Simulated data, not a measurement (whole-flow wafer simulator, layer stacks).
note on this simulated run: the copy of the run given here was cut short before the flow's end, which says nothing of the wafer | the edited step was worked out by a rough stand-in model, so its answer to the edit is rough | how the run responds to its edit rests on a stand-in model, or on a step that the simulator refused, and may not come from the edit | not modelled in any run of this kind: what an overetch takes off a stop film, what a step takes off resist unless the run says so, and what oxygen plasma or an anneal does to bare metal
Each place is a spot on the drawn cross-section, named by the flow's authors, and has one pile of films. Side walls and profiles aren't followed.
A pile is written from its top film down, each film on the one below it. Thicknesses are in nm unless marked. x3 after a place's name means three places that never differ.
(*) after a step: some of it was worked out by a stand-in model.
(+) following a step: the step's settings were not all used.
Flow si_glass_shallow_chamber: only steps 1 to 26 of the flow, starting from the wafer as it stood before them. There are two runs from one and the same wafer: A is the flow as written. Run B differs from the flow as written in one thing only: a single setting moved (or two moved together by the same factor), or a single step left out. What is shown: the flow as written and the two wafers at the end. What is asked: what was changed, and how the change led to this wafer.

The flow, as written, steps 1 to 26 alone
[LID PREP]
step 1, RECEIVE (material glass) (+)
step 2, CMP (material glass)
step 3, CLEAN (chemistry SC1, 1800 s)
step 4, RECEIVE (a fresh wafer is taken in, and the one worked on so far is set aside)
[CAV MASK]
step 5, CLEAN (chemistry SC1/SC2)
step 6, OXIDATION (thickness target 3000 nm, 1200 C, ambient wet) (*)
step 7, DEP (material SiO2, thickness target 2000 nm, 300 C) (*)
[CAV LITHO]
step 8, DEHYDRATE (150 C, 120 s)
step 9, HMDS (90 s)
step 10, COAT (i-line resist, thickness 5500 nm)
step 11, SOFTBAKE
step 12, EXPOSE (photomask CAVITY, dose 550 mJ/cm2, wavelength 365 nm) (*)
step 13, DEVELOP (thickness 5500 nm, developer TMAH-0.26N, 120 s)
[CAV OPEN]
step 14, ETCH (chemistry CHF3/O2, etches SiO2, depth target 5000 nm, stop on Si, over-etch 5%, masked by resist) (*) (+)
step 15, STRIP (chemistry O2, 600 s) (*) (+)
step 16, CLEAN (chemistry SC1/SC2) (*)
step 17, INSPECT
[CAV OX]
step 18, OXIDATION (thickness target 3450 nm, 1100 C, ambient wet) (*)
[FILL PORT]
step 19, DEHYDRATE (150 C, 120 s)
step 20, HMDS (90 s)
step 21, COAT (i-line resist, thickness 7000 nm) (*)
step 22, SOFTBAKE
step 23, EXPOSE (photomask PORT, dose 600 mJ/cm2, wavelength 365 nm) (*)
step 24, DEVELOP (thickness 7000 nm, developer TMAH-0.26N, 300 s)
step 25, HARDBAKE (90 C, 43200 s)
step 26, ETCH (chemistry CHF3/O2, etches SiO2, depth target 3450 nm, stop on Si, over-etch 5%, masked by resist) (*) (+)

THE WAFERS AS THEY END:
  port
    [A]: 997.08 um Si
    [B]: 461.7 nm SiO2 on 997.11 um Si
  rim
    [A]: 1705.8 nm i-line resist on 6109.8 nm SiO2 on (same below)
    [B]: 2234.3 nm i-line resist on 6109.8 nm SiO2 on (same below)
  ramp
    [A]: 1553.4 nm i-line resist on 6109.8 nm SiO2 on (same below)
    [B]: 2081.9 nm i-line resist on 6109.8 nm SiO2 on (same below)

Cause: step 26, ETCH: depth target 2846 nm was run, whereas the flow has depth target 3450 nm.

The path from the change to this, step by step:
  step 26, ETCH (chemistry CHF3/O2, etches SiO2, depth target 3450 nm, stop on Si, over-etch 5%, masked by resist) (*) (+)
      port: A SiO2 loses 3450 (all of it), Si loses 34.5 | B SiO2 loses 2988.3
      rim, ramp, cav, ring: A i-line resist loses 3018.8 | B i-line resist loses 2490.2
      (also at 1 further place)
